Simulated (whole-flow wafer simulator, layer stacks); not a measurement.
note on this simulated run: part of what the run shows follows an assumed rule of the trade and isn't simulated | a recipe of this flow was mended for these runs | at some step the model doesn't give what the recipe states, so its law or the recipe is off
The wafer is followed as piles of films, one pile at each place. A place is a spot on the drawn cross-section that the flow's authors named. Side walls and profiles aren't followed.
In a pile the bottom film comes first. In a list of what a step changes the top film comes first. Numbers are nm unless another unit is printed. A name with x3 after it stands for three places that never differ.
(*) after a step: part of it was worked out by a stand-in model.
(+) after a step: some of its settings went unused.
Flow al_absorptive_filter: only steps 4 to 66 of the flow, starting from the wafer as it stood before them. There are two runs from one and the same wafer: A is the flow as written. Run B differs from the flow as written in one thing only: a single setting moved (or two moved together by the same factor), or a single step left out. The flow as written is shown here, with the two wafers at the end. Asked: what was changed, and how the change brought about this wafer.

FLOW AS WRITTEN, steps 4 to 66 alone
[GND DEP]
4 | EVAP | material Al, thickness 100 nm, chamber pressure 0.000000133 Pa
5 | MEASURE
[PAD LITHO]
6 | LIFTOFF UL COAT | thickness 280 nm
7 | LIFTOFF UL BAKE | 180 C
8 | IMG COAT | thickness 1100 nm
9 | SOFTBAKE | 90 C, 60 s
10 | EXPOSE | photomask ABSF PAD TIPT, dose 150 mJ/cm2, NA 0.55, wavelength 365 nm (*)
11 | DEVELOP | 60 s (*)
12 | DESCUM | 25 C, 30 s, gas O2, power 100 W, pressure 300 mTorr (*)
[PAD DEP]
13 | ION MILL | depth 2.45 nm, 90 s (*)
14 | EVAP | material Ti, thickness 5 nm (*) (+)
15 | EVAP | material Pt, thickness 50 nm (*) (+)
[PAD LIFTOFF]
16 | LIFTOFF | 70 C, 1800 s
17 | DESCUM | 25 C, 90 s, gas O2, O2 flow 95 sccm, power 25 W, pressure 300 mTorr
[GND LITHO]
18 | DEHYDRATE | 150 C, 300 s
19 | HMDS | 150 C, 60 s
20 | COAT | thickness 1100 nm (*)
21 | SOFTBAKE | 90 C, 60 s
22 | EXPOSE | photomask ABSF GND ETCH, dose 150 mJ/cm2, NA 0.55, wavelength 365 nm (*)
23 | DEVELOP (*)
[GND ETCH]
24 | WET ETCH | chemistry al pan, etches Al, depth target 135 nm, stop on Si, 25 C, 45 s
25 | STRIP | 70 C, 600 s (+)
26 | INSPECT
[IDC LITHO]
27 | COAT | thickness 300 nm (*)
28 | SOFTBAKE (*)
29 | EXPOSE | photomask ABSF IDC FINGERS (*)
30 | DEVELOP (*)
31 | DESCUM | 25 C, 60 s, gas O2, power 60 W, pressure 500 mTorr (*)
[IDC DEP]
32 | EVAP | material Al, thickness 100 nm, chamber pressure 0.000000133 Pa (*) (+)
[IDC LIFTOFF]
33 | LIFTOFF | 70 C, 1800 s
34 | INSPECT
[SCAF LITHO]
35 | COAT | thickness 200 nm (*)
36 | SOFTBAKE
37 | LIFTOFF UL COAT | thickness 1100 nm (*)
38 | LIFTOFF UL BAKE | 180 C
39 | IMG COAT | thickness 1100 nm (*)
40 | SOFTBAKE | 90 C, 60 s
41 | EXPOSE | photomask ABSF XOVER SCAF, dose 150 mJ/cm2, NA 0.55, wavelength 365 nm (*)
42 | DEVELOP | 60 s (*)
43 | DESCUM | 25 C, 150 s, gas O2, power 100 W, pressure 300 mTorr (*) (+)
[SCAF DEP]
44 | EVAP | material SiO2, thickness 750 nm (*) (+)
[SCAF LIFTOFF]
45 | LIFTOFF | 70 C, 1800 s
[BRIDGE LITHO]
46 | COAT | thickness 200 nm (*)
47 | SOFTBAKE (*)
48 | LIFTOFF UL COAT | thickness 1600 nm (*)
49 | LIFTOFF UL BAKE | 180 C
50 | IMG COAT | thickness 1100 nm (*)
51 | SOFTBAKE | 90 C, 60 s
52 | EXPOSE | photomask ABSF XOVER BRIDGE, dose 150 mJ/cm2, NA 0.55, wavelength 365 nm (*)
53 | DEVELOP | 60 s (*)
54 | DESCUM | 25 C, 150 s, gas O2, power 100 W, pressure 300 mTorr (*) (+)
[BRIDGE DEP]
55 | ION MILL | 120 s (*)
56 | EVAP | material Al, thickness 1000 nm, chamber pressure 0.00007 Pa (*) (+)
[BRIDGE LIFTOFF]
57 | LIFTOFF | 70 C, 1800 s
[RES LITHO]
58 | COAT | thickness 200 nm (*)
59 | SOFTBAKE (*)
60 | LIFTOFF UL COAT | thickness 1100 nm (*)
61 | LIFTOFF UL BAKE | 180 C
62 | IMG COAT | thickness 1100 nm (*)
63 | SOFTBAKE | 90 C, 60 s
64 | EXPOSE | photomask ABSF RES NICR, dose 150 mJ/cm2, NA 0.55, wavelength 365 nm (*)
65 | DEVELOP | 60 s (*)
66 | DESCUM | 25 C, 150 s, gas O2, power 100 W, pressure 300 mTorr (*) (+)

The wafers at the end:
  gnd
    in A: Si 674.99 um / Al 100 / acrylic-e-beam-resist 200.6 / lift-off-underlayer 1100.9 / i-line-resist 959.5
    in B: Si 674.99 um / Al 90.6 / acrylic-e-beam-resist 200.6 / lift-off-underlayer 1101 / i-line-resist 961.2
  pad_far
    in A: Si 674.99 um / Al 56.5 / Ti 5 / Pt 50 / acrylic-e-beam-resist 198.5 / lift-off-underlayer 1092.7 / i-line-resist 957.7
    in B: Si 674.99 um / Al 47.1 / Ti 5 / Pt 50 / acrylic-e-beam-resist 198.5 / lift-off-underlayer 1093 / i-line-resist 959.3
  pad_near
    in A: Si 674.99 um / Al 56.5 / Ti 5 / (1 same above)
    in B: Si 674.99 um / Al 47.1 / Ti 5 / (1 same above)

The reason: step 4, EVAP: thickness 90.62 nm was run, though the flow has thickness 100 nm.
The wafer lets one read it off: gnd has Al 90.6, and step 4 as written asks for 100 nm.

The path from the change to this, step by step:
  4 | EVAP | material Al, thickness 100 nm, chamber pressure 0.000000133 Pa
      gnd, pad_far, pad_near and 11 more: A +100 Al (new film) | B +90.6 Al (new film)
  24 | WET ETCH | chemistry al pan, etches Al, depth target 135 nm, stop on Si, 25 C, 45 s
      res, xl_gap, idc_field, idc_line, idc_space: A -86.7 Al (all of it) | B -77.3 Al (all of it)
  35 | COAT | thickness 200 nm (*)
      xl_gap: A +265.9 acrylic-e-beam-resist (new film) | B +259.9 acrylic-e-beam-resist (new film)
  43 | DESCUM | 25 C, 150 s, gas O2, power 100 W, pressure 300 mTorr (*) (+)
      gnd, pad_far, pad_near and 7 more: A -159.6 i-line-resist | B -155.9 i-line-resist
      xl_gap: A -265.9 acrylic-e-beam-resist (all of it) | B -259.9 acrylic-e-beam-resist (all of it)
  46 | COAT | thickness 200 nm (*)
      xl_gap: A +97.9 acrylic-e-beam-resist (new film) | B +94.3 acrylic-e-beam-resist (new film)
  54 | DESCUM | 25 C, 150 s, gas O2, power 100 W, pressure 300 mTorr (*) (+)
      xl_gap: A -97.9 acrylic-e-beam-resist (all of it) | B -94.3 acrylic-e-beam-resist (all of it)
